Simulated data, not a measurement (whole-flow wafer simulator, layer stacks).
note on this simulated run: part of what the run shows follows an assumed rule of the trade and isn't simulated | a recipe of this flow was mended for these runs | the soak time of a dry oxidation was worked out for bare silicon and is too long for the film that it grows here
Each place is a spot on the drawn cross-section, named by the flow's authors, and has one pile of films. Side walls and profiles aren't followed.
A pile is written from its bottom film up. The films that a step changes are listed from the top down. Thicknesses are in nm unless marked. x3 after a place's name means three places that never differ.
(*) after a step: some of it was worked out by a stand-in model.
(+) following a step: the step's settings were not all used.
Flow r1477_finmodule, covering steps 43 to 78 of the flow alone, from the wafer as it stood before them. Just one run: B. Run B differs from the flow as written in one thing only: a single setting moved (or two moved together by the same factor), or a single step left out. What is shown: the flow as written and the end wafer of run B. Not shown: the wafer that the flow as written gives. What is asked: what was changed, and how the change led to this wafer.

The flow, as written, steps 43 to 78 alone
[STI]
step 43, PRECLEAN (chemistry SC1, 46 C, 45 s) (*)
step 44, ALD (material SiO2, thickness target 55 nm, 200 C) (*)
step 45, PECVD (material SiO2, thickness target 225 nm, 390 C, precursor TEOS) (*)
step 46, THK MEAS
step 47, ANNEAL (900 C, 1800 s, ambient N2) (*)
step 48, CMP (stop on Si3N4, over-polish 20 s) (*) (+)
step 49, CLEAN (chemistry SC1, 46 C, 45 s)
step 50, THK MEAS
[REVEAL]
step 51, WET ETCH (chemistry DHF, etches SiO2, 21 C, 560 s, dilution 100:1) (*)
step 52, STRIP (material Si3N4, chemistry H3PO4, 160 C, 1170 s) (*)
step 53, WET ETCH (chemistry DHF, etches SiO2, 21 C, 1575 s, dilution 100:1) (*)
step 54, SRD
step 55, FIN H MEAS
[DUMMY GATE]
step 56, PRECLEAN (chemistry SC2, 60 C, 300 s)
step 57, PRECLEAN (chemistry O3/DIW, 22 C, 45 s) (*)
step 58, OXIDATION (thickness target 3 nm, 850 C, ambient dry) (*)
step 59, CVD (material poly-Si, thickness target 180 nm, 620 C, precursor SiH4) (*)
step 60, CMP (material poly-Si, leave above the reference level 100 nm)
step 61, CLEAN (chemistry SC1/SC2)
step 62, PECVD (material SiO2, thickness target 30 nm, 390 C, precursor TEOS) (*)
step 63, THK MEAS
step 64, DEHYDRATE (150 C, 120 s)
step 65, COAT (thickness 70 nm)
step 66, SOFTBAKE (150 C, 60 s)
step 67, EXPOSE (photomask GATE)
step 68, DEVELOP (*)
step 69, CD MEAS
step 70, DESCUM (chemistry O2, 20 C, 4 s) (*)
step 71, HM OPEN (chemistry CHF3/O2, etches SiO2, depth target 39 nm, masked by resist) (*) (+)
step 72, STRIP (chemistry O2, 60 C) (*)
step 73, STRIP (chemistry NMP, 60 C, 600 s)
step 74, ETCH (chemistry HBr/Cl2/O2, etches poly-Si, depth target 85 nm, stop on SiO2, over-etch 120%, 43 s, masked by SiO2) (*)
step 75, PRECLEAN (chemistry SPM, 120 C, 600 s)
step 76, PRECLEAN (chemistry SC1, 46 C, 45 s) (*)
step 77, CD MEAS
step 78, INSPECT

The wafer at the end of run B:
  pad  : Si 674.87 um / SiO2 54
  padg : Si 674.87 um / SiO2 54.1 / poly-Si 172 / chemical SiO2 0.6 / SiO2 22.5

The reason: step 45, PECVD: thickness target 123.8 nm was run, though the flow has thickness target 225 nm.

Step by step, how the change led to this:
  step 45, PECVD (material SiO2, thickness target 225 nm, 390 C, precursor TEOS) (*)
      pad, padg, elg x4 and 30 more: SiO2 gains 123.8 (in the flow as written it would be: SiO2 gains 225)
  step 47, ANNEAL (900 C, 1800 s, ambient N2) (*)
      pad, padg, elg x4 and 30 more: SiO2 loses 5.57 (in the flow as written it would be: SiO2 loses 10.1)
  step 48, CMP (stop on Si3N4, over-polish 20 s) (*) (+)
      pad, padg: nothing (in the flow as written it would be: SiO2 loses 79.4)
      elg x4, esg x3, e200sg, elo x4, eso x3, e200so: SiO2 loses 150.9 (in the flow as written it would be: SiO2 loses 247.6)
      (and at 18 other places as well)
  step 60, CMP (material poly-Si, leave above the reference level 100 nm)
      pad, padg: poly-Si loses 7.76 (in the flow as written it would be: poly-Si loses 24.8)
  step 74, ETCH (chemistry HBr/Cl2/O2, etches poly-Si, depth target 85 nm, stop on SiO2, over-etch 120%, 43 s, masked by SiO2) (*)
      pad: chemical SiO2 loses 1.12 (all of it), poly-Si loses 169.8 (all of it), SiO2 loses 0.09 (in the flow as written it would be: chemical SiO2 loses 1.12 (all of it), poly-Si loses 152.8 (all of it), SiO2 loses 0.17)
